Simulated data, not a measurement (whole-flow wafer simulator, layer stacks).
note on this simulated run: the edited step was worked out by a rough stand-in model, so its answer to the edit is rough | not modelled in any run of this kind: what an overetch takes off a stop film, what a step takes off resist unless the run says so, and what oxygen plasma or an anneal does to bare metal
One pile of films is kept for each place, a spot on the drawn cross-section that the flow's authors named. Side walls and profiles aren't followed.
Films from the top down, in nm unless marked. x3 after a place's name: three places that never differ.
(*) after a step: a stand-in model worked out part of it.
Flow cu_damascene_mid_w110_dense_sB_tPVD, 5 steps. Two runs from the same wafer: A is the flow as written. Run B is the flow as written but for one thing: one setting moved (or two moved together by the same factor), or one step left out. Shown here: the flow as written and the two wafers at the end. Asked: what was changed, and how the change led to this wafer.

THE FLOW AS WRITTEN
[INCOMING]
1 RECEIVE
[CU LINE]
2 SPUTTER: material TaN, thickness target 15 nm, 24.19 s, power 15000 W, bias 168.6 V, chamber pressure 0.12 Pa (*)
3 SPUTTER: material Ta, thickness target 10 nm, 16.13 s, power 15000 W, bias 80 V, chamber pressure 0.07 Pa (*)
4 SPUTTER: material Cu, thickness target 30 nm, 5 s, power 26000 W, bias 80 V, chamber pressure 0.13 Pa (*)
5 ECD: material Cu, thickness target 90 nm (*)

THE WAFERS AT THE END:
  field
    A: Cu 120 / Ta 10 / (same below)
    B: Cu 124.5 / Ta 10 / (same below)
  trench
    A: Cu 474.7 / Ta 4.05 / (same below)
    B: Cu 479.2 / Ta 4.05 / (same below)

The cause: step 4, SPUTTER: thickness target 34.5 nm was run, where the flow has thickness target 30 nm.

How the change led to this, step by step:
  4 SPUTTER: material Cu, thickness target 30 nm, 5 s, power 26000 W, bias 80 V, chamber pressure 0.13 Pa (*)
      field: A Cu +30 (new film) | B Cu +34.5 (new film)
      trench: A Cu +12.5 (new film) | B Cu +14.4 (new film)
